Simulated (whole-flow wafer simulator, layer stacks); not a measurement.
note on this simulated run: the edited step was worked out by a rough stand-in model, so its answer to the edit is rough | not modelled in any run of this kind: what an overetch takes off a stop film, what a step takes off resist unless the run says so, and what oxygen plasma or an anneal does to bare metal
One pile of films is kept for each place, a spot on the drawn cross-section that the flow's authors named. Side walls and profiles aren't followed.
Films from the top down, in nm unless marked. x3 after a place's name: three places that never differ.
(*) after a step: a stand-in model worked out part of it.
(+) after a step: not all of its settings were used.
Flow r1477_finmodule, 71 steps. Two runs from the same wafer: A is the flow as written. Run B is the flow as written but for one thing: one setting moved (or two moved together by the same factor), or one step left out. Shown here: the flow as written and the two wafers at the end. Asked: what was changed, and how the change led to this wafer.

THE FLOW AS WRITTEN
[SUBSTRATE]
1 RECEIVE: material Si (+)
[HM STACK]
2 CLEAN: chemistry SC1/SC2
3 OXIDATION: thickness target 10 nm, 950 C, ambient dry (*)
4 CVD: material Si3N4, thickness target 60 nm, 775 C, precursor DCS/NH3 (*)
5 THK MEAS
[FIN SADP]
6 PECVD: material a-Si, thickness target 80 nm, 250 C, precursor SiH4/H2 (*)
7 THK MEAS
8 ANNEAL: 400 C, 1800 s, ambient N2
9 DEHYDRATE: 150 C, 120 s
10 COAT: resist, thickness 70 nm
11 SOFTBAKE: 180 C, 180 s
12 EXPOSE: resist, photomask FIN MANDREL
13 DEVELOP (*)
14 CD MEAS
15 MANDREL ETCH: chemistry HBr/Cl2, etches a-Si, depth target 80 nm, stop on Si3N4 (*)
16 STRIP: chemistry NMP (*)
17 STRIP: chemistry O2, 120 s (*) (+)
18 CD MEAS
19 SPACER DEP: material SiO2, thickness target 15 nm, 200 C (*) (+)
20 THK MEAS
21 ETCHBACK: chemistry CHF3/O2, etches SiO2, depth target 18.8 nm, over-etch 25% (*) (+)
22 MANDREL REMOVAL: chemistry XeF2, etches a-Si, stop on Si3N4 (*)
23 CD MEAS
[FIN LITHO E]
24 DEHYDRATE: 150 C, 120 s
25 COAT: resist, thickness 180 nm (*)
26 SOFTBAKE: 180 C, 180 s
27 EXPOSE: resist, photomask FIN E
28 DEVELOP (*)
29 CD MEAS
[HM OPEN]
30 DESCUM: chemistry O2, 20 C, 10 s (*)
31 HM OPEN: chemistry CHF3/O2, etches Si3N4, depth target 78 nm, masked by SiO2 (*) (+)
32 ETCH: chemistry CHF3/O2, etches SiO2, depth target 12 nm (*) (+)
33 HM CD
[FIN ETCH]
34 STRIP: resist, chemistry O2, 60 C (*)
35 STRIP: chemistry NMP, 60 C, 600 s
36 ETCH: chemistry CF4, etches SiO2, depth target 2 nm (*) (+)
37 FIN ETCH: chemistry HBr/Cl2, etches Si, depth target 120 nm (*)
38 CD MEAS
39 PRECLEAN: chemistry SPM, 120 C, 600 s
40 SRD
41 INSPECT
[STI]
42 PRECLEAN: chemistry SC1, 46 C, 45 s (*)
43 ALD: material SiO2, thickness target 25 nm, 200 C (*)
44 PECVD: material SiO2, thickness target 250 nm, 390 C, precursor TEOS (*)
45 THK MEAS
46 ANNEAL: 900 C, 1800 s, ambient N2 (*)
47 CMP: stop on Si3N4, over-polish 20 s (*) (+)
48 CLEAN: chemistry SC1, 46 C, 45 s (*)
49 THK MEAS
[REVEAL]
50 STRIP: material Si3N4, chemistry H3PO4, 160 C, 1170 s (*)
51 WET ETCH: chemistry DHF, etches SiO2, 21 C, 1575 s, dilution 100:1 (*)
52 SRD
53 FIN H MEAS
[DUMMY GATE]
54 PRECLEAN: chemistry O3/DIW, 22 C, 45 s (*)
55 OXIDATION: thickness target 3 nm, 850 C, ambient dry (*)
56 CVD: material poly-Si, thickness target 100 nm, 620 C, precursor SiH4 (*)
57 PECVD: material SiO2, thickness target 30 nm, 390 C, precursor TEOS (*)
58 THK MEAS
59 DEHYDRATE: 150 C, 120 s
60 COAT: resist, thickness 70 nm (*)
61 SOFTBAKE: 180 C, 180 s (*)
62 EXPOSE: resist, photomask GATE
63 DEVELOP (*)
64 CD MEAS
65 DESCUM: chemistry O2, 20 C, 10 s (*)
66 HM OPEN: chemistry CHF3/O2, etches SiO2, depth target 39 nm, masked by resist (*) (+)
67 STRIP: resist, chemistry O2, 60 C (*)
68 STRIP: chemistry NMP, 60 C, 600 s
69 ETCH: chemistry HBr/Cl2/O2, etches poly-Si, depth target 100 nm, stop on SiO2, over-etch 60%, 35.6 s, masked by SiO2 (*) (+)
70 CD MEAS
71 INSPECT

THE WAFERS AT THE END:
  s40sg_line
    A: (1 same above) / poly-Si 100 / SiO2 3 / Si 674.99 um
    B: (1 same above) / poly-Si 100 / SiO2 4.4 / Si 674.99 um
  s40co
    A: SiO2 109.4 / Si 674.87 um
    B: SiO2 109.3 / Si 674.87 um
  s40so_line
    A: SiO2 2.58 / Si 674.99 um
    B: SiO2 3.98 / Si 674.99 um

The cause: step 55, OXIDATION: thickness target 4.4 nm was run, where the flow has thickness target 3 nm.
It can be read off the wafer: s40sg_line has SiO2 4.4, and step 55 as written asks for 3 nm.

How the change led to this, step by step:
  55 OXIDATION: thickness target 3 nm, 850 C, ambient dry (*)
      s40sg_line, s45sg_line, s50sg_line, s40so_line, s45so_line, s50so_line: A SiO2 +3 (new film), chemical SiO2 -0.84 (all of it), Si -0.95 | B SiO2 +4.4 (new film), chemical SiO2 -0.84 (all of it), Si -1.56
